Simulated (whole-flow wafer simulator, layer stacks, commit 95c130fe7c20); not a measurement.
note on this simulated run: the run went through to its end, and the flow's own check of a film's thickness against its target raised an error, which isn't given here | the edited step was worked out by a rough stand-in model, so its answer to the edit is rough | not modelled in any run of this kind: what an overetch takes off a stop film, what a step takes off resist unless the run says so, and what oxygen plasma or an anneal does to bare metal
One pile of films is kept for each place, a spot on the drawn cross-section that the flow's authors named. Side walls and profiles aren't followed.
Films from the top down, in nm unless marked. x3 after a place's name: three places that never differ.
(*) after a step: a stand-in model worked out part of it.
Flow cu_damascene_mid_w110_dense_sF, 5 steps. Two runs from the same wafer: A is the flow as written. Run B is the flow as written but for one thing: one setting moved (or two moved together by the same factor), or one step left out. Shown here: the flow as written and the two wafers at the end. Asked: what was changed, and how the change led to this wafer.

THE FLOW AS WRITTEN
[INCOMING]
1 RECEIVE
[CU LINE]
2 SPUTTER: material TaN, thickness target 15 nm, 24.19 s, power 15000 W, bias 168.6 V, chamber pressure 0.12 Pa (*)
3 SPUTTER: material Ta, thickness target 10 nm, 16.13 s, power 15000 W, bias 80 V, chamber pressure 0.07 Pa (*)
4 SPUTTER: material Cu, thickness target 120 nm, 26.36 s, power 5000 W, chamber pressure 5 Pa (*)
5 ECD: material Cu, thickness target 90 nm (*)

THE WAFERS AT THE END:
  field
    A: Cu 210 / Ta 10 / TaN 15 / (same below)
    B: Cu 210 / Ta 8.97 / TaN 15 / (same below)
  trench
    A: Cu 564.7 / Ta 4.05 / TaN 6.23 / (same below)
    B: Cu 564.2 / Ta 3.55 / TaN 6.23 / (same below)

The cause: step 3, SPUTTER: power 13460 W was run, where the flow has power 15000 W.

How the change led to this, step by step:
  3 SPUTTER: material Ta, thickness target 10 nm, 16.13 s, power 15000 W, bias 80 V, chamber pressure 0.07 Pa (*)
      field: A Ta +10 (new film) | B Ta +8.97 (new film)
